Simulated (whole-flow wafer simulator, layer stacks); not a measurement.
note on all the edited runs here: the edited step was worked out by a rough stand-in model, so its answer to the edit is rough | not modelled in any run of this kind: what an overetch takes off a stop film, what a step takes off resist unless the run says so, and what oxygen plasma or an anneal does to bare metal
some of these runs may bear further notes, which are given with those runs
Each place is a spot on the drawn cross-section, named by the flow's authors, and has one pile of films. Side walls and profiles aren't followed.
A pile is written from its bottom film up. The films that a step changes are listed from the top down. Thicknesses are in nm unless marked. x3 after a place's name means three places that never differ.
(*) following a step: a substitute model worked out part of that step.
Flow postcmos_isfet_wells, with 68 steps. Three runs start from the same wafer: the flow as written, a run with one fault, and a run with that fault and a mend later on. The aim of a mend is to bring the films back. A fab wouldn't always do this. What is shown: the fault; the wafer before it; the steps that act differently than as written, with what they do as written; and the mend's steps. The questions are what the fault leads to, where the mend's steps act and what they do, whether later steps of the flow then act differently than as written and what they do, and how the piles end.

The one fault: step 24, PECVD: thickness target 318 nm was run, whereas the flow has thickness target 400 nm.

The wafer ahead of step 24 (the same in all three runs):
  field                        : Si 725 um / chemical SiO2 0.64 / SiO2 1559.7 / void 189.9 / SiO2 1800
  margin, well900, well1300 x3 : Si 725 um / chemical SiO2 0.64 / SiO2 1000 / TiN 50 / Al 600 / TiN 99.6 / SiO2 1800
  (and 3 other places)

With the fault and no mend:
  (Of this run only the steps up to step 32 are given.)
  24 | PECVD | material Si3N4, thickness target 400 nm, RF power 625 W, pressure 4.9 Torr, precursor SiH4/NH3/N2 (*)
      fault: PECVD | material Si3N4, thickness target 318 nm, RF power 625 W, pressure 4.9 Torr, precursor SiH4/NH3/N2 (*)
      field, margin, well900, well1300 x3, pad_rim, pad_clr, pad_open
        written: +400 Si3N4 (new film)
        fault: +318 Si3N4 (new film)
  Every later step of the flow up to step 32 that is run acts as written at every place that is followed.
  After step 32, at field, margin, well900, well1300 x3, pad_rim, pad_clr, pad_open, the piles differ from the flow's by more than 2% or 0.5 nm, whichever is larger.
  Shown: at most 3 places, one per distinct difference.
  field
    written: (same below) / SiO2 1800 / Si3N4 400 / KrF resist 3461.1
    fault: (same below) / SiO2 1800 / Si3N4 318 / KrF resist 3461.1
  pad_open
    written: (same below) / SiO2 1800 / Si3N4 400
    fault: (same below) / SiO2 1800 / Si3N4 318

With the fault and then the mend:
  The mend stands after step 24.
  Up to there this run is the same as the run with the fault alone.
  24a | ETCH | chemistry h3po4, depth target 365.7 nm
      field, margin, well900, well1300 x3, pad_rim, pad_clr, pad_open
        -318 Si3N4 (all of it)
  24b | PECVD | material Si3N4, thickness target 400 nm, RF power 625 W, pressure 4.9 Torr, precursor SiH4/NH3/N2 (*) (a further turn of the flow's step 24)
      field, margin, well900, well1300 x3, pad_rim, pad_clr, pad_open
        +400 Si3N4 (new film)
  Every later step of the flow that is run acts as written at every place that is followed.
  The piles end the same as the flow's at every place that both follow.
